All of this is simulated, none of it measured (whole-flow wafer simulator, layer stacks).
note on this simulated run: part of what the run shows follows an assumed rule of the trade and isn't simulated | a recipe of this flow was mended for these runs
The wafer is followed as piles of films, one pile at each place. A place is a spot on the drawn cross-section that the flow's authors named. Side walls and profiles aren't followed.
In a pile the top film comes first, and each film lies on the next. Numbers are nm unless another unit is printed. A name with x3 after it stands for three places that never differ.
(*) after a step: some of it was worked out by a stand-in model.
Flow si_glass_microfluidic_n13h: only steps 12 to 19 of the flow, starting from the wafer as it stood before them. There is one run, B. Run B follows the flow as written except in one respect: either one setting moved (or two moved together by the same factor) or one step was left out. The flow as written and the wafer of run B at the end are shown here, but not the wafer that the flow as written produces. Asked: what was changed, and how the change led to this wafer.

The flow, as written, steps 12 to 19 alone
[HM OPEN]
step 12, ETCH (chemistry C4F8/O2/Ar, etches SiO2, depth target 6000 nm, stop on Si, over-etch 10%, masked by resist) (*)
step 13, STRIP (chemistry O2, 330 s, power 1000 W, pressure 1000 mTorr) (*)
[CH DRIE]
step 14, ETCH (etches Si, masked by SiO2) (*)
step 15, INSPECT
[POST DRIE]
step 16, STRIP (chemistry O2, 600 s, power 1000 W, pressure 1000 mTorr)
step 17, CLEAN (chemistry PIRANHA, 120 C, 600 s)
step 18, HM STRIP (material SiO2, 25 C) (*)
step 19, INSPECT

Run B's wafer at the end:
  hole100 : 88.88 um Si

What caused this: step 12, ETCH: over-etch 4.13% was run, though the flow has over-etch 10%.

Step by step, how the change led to this:
  step 12, ETCH (chemistry C4F8/O2/Ar, etches SiO2, depth target 6000 nm, stop on Si, over-etch 10%, masked by resist) (*)
      land: -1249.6 thick-i-line-resist (it would be, as written: -1320 thick-i-line-resist)
      hole100: -6000 SiO2 (all of it), -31 Si (it would be, as written: -6000 SiO2 (all of it), -75 Si)
